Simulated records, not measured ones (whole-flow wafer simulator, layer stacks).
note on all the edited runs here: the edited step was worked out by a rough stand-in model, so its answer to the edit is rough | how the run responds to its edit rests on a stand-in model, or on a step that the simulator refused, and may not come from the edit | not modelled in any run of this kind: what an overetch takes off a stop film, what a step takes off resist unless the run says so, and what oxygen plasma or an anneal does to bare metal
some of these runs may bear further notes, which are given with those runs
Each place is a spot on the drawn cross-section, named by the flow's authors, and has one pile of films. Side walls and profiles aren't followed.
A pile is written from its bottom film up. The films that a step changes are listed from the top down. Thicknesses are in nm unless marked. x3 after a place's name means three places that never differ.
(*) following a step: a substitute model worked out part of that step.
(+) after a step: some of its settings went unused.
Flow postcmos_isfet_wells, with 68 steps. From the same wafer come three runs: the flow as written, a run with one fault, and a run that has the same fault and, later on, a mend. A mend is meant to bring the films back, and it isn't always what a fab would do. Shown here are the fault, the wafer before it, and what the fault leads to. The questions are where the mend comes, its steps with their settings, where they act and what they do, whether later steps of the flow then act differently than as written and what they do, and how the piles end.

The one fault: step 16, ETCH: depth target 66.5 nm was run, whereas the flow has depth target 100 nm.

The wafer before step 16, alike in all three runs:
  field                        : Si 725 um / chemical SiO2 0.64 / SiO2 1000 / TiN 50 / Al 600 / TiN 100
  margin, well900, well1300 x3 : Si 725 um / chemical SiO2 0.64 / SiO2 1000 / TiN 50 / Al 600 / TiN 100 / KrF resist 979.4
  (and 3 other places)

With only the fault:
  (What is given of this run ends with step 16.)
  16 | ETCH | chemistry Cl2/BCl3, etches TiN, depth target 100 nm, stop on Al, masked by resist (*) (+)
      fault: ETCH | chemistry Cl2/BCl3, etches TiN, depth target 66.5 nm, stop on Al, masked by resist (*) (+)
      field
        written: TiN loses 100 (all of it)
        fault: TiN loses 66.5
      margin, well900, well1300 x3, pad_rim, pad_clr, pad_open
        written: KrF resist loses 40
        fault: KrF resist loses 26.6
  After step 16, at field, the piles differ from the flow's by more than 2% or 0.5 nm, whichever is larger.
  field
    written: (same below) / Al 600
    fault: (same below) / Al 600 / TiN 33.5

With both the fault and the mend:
  The mend stands after step 16.
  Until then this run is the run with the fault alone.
  16a | ETCH | chemistry Cl2/BCl3, etches TiN, depth target 33.5 nm, stop on Al, masked by resist (the flow's step 16, run once more with other settings)
      margin, well900, well1300 x3, pad_rim, pad_clr, pad_open
        KrF resist loses 13.4
      field
        TiN loses 33.5 (all of it)
  Later steps of the flow that are run all act as written at every place that is followed.
  By the end, the piles equal the flow's at every place that both follow.
